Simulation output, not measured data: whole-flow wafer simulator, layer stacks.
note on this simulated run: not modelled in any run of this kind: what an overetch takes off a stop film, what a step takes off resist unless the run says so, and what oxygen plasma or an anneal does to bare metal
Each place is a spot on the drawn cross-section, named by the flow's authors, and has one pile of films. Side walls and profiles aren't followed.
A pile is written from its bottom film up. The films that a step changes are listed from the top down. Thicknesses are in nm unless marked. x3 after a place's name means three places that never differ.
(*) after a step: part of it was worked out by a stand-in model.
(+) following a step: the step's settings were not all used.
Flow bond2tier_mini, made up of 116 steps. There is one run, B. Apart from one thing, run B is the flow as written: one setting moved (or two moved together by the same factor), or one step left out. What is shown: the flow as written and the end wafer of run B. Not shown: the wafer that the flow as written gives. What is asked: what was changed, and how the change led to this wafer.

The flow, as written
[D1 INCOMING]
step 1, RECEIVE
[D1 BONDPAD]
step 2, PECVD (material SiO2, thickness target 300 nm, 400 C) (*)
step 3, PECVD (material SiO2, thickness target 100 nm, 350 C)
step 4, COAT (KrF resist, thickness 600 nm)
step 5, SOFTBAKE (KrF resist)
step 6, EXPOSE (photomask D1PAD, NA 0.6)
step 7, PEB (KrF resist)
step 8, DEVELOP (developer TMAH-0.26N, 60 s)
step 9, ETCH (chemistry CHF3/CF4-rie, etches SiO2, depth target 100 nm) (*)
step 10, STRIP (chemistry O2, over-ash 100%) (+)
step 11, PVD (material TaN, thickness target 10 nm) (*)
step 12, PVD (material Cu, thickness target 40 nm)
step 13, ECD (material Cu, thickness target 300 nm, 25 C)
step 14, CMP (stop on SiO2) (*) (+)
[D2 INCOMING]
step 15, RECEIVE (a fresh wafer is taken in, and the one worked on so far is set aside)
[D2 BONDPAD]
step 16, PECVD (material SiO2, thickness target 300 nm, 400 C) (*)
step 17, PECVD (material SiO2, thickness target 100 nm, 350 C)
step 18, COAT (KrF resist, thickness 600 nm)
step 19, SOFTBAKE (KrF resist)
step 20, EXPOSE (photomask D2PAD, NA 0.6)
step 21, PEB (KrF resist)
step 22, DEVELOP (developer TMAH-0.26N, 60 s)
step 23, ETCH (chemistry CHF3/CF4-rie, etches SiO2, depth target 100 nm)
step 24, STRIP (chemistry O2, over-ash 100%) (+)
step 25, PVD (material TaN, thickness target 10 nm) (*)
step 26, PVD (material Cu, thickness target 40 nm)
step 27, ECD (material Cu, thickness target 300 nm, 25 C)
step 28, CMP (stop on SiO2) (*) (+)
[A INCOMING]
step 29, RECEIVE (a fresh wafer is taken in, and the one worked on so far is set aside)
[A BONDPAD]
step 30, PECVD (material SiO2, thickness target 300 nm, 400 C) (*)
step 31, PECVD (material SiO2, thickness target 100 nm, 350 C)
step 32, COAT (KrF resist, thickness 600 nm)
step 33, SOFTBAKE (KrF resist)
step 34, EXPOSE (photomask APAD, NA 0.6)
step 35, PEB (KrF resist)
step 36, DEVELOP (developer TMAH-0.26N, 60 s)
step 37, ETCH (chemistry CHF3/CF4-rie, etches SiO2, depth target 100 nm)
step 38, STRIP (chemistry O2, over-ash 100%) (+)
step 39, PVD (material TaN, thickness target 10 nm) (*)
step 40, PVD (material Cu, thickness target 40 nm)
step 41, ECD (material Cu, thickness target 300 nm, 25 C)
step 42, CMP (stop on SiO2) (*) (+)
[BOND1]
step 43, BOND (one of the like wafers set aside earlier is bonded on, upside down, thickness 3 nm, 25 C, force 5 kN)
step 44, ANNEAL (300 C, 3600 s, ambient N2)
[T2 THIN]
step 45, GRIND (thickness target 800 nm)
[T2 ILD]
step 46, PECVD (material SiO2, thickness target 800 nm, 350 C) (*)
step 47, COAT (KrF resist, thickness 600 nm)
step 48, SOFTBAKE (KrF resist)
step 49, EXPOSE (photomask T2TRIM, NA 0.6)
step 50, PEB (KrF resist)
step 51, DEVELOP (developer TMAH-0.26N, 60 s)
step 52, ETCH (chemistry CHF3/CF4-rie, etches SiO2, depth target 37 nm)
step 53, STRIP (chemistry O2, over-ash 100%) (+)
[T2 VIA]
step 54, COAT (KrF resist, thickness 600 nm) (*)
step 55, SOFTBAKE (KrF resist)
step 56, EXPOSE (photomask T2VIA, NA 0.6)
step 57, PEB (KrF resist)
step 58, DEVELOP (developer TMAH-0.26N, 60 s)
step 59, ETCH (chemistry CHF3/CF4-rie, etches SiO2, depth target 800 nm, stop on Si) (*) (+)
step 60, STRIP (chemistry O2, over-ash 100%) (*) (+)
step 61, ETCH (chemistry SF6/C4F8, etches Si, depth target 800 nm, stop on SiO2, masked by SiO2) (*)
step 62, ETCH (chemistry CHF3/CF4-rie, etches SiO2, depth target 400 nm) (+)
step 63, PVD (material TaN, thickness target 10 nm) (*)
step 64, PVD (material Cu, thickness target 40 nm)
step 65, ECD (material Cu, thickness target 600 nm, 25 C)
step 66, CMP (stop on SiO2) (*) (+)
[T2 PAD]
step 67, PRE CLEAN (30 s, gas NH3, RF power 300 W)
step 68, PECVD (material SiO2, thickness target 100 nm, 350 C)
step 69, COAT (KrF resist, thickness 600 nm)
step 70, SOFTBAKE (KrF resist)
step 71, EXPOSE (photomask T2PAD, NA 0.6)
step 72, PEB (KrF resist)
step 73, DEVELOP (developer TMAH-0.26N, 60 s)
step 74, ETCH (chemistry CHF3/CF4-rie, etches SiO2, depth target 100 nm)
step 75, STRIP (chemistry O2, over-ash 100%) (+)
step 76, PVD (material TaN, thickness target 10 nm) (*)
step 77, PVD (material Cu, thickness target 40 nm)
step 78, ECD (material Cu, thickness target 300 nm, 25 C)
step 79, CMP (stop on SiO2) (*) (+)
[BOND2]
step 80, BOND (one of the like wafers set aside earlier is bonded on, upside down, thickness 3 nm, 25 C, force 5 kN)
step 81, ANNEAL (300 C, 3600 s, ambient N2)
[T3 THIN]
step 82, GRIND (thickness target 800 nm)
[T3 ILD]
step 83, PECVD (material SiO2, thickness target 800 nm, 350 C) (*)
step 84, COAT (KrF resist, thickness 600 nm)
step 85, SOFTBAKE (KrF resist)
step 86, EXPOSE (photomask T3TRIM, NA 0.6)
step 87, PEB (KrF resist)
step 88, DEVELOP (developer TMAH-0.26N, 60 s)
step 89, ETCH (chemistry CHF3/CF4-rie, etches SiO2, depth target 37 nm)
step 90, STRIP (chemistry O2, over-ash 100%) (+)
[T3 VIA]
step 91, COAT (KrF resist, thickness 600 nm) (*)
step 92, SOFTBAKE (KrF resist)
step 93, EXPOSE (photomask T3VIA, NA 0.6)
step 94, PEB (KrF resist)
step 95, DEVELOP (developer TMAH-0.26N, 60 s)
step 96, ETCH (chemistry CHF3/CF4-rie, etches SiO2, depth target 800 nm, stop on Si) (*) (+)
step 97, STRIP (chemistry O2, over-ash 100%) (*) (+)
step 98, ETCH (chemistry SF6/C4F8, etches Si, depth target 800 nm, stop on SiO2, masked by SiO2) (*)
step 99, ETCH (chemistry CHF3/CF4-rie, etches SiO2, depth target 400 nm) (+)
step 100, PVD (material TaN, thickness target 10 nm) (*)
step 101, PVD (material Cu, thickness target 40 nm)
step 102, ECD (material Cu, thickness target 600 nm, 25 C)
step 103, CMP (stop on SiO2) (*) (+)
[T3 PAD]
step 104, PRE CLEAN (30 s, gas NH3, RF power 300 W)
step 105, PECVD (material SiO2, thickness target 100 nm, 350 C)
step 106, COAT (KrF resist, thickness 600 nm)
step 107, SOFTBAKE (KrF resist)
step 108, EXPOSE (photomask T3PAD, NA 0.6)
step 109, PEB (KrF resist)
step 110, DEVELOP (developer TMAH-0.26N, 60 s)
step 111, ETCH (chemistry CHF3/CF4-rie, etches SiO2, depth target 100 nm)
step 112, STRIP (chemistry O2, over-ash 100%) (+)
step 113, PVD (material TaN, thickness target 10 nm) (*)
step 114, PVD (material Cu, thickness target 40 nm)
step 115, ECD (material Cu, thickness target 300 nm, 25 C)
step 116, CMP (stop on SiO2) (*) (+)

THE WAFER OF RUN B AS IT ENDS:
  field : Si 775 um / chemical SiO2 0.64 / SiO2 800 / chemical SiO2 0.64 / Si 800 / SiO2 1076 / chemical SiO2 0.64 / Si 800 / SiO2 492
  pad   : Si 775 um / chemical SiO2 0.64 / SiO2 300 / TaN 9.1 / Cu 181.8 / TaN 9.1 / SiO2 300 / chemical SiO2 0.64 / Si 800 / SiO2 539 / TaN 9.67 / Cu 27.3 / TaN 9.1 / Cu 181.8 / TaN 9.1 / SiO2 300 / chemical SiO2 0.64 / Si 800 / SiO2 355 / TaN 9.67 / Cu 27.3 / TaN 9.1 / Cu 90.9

Cause: step 62, ETCH: depth target 216 nm was run, whereas the flow has depth target 400 nm.

The path from the change to this, step by step:
  step 62, ETCH (chemistry CHF3/CF4-rie, etches SiO2, depth target 400 nm) (+)
      field, pad: -216 SiO2 (it would be, as written: -400 SiO2)
